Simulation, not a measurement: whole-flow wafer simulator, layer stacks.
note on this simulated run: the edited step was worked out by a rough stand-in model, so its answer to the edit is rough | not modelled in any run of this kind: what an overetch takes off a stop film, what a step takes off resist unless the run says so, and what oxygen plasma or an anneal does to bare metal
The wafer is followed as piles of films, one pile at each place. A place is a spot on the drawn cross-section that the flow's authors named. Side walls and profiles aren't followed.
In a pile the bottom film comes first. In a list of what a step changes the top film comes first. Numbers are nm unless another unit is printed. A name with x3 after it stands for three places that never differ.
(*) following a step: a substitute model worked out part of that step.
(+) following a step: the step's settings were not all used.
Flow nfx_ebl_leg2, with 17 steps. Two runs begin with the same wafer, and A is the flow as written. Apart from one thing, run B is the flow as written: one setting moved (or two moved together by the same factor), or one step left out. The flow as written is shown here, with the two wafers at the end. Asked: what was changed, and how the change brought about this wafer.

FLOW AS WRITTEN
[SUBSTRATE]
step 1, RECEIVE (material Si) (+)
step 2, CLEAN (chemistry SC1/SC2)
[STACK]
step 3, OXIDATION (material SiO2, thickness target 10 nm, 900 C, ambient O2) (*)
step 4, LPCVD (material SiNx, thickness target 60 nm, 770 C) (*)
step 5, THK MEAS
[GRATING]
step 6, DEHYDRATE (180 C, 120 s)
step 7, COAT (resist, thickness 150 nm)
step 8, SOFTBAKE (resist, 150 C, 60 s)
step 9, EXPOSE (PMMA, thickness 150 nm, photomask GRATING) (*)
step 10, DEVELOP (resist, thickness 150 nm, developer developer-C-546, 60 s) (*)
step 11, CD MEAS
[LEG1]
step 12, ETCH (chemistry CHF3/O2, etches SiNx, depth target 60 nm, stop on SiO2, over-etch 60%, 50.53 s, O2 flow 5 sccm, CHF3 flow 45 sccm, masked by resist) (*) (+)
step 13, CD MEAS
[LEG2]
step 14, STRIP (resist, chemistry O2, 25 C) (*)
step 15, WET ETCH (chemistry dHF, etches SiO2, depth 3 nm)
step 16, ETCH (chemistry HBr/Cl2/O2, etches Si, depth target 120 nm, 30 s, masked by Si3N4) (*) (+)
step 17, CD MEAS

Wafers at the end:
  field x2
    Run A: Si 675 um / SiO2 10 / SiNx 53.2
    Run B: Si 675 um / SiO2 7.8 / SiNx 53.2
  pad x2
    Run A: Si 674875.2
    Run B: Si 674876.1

What caused this: step 3, OXIDATION: thickness target 7.8 nm was run, whereas the flow has thickness target 10 nm.
The wafer itself shows it: field x2 has SiO2 7.8, and step 3 as written asks for 10 nm.

The path from the change to this, step by step:
  step 3, OXIDATION (material SiO2, thickness target 10 nm, 900 C, ambient O2) (*)
      field x2, pad x2: A SiO2 gains 10 (new film), chemical SiO2 loses 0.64 (all of it), Si loses 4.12 | B SiO2 gains 7.8 (new film), chemical SiO2 loses 0.64 (all of it), Si loses 3.15
  step 12, ETCH (chemistry CHF3/O2, etches SiNx, depth target 60 nm, stop on SiO2, over-etch 60%, 50.53 s, O2 flow 5 sccm, CHF3 flow 45 sccm, masked by resist) (*) (+)
      pad x2: A SiNx loses 60 (all of it), SiO2 loses 10 (all of it) | B SiNx loses 60 (all of it), SiO2 loses 7.8 (all of it)
